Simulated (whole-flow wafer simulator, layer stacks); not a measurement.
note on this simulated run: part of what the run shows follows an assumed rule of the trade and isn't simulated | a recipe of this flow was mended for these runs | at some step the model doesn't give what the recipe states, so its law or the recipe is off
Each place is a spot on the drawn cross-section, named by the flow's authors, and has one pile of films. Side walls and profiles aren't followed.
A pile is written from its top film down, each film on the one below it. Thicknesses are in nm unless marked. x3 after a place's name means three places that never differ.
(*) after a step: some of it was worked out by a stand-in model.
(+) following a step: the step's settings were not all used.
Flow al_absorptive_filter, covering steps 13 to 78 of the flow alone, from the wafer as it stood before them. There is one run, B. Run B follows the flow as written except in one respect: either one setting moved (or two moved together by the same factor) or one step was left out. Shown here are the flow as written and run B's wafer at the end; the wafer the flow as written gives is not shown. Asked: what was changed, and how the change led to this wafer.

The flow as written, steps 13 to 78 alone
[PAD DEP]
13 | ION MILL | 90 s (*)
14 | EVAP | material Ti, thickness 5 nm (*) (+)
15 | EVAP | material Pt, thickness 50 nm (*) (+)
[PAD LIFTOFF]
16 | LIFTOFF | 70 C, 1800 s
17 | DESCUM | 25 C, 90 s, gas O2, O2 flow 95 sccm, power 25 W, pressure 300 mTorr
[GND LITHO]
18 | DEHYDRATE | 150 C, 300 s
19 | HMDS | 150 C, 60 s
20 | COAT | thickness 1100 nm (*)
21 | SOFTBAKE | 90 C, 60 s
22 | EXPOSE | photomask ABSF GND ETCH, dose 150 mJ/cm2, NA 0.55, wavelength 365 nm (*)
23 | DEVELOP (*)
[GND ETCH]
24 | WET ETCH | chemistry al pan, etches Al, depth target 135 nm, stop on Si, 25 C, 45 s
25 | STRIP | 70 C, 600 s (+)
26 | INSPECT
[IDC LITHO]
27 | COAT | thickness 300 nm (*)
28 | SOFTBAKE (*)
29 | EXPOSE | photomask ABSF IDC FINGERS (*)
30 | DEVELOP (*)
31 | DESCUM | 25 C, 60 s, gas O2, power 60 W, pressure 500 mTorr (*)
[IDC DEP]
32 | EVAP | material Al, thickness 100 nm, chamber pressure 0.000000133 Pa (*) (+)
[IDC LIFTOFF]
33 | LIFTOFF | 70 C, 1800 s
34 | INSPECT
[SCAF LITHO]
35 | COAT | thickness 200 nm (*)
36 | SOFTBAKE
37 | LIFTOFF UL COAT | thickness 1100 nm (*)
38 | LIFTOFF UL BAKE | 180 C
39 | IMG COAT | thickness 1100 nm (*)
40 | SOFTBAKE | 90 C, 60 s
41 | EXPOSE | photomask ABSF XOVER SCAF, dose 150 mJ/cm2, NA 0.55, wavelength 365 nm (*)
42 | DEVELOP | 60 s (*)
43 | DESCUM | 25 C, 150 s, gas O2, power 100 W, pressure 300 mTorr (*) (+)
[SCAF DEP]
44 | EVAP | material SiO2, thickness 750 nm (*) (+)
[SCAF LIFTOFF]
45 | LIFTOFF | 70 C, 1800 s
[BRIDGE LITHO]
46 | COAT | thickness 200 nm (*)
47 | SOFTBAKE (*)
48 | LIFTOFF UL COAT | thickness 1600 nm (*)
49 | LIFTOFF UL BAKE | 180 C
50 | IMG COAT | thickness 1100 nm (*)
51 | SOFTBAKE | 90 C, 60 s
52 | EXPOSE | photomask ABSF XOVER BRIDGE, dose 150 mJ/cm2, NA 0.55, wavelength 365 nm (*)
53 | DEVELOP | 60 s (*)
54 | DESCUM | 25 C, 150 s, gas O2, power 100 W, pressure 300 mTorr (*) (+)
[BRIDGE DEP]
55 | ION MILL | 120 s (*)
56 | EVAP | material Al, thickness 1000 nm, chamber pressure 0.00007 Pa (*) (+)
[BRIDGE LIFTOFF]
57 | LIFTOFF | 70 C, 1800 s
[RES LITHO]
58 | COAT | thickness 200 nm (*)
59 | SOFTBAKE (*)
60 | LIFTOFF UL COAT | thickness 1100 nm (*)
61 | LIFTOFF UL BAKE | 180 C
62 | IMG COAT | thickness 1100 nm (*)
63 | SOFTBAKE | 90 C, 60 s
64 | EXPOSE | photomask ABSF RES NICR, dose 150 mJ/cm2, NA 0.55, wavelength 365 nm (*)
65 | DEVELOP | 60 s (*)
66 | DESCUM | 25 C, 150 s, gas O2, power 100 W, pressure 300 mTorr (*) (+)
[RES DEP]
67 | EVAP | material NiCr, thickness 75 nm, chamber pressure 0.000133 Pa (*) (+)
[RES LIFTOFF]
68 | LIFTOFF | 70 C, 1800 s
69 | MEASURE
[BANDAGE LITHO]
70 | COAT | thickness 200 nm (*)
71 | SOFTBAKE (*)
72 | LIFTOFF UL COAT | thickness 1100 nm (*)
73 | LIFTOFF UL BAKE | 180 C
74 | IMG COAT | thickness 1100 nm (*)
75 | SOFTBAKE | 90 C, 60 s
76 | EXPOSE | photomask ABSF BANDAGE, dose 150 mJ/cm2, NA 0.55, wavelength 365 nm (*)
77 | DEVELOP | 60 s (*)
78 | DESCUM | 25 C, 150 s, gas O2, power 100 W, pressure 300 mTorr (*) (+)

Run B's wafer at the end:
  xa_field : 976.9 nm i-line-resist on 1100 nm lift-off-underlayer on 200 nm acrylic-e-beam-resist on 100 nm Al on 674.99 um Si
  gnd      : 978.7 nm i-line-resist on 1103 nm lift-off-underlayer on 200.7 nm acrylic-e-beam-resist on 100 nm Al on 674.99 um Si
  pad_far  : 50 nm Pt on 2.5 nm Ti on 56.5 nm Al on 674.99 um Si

The reason: step 14, EVAP: thickness 2.5 nm was run, though the flow has thickness 5 nm.
One can read it off the wafer: pad_far has Ti 2.5, and step 14 as written asks for 5 nm.

How this came from the change, step by step:
  14 | EVAP | material Ti, thickness 5 nm (*) (+)
      gnd, pad_far, pad_near and 11 more: Ti gains 2.5 (new film) (in the flow as written it would be: Ti gains 5 (new film))
  16 | LIFTOFF | 70 C, 1800 s
      gnd, ledge, res and 9 more: Pt loses 50 (all of it), Ti loses 2.5 (all of it), i-line-resist loses 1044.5 (all of it), lift-off-underlayer loses 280 (all of it) (in the flow as written it would be: Pt loses 50 (all of it), Ti loses 5 (all of it), i-line-resist loses 1044.5 (all of it), lift-off-underlayer loses 280 (all of it))
